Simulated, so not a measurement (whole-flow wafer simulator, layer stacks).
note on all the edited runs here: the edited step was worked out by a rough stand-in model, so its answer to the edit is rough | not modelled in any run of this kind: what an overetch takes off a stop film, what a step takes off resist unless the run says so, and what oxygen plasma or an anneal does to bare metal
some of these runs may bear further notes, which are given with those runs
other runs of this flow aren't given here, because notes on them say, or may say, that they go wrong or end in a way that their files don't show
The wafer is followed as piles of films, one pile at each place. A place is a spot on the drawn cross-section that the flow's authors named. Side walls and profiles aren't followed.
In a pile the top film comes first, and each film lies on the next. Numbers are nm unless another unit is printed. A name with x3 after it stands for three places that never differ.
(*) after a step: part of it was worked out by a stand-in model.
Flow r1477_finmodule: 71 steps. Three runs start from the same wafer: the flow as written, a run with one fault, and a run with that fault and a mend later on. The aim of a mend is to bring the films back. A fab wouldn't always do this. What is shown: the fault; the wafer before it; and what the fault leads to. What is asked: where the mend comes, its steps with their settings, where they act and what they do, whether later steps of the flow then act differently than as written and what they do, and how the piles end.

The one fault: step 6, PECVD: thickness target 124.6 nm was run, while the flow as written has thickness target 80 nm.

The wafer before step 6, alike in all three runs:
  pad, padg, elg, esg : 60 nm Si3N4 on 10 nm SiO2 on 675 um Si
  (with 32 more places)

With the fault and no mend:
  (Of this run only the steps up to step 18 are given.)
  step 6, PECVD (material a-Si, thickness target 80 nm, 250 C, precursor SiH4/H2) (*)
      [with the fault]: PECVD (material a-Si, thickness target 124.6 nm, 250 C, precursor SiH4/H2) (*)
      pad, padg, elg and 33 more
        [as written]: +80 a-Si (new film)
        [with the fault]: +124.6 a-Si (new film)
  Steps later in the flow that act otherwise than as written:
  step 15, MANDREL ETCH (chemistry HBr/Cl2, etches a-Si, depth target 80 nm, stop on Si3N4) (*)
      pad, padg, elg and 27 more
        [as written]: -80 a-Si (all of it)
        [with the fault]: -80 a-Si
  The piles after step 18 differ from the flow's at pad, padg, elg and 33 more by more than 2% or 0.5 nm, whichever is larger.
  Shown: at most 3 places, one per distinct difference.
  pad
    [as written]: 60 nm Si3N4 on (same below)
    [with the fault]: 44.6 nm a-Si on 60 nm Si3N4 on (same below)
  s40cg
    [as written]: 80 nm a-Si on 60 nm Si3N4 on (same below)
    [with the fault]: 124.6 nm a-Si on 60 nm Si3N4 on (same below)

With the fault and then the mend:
  The mend follows step 7.
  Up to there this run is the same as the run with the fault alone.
  step 7a, ETCH (chemistry tmah, depth target 44.6 nm)
      pad, padg, elg and 33 more
        -44.6 a-Si
  None of the later steps of the flow acts differently than as written at any place that is followed.
  The piles end the same as the flow's at every place that both follow.
